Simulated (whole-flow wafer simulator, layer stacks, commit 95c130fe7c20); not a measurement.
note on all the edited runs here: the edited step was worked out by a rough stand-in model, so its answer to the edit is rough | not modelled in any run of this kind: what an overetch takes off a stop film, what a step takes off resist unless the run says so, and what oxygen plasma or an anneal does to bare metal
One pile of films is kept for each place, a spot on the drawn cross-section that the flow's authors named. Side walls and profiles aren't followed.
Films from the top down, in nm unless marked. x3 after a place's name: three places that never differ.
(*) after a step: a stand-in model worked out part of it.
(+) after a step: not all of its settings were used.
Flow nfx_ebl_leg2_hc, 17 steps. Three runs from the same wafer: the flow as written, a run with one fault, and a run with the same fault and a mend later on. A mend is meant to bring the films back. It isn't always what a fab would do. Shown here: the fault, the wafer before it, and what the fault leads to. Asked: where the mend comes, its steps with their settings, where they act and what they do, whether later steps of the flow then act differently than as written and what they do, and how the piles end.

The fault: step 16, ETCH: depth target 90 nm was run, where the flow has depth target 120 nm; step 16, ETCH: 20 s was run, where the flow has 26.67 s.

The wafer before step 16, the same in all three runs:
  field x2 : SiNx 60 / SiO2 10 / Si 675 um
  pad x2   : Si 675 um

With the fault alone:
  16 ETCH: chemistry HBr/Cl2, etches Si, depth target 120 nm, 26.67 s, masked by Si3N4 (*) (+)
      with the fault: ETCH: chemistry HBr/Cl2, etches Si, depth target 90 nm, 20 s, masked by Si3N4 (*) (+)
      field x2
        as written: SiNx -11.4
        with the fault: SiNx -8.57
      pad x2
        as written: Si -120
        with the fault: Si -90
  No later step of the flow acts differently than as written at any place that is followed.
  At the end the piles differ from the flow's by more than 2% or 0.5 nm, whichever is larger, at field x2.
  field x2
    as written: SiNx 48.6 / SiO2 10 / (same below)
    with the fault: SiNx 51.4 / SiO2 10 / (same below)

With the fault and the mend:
  The mend comes after step 17.
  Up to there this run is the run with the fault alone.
  17a ETCH: chemistry HBr/Cl2, etches Si, depth target 30 nm, 6.667 s, masked by Si3N4 (*) (+) (the flow's step 16 once more, with other settings)
      field x2
        SiNx -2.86
      pad x2
        Si -30
  No later step of the flow acts differently than as written at any place that is followed.
  At the end the piles are the same as the flow's at every place that both follow.
